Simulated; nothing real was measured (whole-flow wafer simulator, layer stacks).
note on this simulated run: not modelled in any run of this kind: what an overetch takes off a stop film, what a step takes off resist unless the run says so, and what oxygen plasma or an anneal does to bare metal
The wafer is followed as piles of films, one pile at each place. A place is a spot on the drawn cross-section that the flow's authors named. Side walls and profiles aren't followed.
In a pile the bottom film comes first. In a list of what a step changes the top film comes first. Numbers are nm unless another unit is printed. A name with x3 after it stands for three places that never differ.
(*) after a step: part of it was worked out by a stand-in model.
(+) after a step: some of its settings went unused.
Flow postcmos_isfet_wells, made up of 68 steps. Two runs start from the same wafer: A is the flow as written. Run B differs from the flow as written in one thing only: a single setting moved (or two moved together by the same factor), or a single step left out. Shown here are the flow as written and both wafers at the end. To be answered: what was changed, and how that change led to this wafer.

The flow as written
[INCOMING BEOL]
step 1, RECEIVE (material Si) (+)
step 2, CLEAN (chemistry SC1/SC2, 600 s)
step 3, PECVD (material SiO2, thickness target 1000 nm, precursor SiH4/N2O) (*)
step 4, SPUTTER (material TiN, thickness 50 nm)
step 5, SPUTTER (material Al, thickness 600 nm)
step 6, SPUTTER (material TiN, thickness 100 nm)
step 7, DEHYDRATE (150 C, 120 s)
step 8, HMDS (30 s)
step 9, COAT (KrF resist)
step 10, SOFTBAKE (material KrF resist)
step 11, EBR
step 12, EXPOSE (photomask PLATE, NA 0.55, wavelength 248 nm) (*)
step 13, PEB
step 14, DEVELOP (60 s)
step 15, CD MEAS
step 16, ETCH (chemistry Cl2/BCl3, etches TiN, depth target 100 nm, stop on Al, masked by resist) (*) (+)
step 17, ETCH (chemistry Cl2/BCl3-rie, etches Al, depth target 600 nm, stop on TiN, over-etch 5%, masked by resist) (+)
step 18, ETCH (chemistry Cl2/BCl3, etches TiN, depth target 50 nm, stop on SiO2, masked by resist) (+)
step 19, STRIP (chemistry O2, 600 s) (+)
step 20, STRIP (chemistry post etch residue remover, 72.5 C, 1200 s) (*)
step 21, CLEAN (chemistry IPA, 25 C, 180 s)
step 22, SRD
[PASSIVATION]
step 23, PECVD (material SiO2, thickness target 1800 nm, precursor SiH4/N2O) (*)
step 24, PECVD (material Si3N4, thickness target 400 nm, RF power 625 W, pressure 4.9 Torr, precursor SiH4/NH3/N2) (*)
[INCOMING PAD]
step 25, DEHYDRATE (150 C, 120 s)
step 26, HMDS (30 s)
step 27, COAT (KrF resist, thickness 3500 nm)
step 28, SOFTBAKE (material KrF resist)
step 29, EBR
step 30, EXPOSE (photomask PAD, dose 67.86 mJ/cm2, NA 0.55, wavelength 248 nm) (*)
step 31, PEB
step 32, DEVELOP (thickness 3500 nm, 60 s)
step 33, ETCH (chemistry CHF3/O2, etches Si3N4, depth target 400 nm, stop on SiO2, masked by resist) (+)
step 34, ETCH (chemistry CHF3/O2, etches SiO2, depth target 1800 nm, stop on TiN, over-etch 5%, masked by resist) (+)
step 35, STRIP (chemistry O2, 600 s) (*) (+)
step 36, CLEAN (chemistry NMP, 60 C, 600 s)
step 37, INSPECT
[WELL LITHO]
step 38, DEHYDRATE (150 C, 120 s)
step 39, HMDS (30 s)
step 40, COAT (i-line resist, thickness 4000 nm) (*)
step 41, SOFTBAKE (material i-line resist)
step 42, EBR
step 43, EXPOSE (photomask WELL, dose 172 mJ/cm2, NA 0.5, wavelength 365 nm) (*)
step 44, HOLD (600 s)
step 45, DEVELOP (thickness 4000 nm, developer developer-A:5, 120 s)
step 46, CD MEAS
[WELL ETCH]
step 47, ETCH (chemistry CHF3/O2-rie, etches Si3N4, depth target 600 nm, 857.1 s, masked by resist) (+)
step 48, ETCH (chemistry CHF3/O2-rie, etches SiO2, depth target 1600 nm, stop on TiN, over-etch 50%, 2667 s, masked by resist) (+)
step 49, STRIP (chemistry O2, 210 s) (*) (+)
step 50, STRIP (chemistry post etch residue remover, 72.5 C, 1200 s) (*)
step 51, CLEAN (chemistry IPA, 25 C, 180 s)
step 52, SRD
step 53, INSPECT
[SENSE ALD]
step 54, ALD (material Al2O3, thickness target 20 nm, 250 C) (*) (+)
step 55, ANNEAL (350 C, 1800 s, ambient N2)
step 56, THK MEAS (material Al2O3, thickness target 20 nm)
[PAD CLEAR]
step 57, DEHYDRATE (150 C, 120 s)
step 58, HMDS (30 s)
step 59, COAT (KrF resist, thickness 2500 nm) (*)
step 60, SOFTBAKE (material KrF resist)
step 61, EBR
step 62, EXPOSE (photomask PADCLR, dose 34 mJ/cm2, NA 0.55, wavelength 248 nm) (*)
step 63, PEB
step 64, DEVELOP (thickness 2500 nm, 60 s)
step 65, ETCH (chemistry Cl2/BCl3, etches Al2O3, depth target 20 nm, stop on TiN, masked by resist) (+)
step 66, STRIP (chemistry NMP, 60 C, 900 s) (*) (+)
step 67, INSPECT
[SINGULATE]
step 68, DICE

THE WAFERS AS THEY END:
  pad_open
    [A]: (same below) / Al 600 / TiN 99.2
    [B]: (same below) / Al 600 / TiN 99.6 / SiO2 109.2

The reason: step 33, ETCH: depth target 296 nm was run, though the flow has depth target 400 nm.

How this came from the change, step by step:
  step 33, ETCH (chemistry CHF3/O2, etches Si3N4, depth target 400 nm, stop on SiO2, masked by resist) (+)
      pad_open: A Si3N4 loses 400 (all of it) | B Si3N4 loses 296
      field, margin, well900, well1300 x3, pad_rim, pad_clr: A KrF resist loses 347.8 | B KrF resist loses 257.4
  step 34, ETCH (chemistry CHF3/O2, etches SiO2, depth target 1800 nm, stop on TiN, over-etch 5%, masked by resist) (+)
      pad_open: A SiO2 loses 1800 (all of it) | B Si3N4 loses 104 (all of it), SiO2 loses 1690.8
  step 35, STRIP (chemistry O2, 600 s) (*) (+)
      field, margin, well900, well1300 x3, pad_rim, pad_clr: A KrF resist loses 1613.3 (all of it) | B KrF resist loses 1703.8 (all of it)
  step 41, SOFTBAKE (material i-line resist)
      pad_clr: A i-line resist loses 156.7 | B i-line resist loses 145.8
      pad_open: A i-line resist gains 115.3 | B i-line resist gains 110.5
  step 49, STRIP (chemistry O2, 210 s) (*) (+)
      pad_clr: A i-line resist loses 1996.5 (all of it) | B i-line resist loses 2041.5 (all of it)
  step 59, COAT (KrF resist, thickness 2500 nm) (*)
      pad_clr: A KrF resist gains 1691.6 (new film) | B KrF resist gains 1728.2 (new film)
  step 64, DEVELOP (thickness 2500 nm, 60 s)
      pad_clr: A KrF resist loses 1676 (all of it) | B KrF resist loses 1712.5 (all of it)
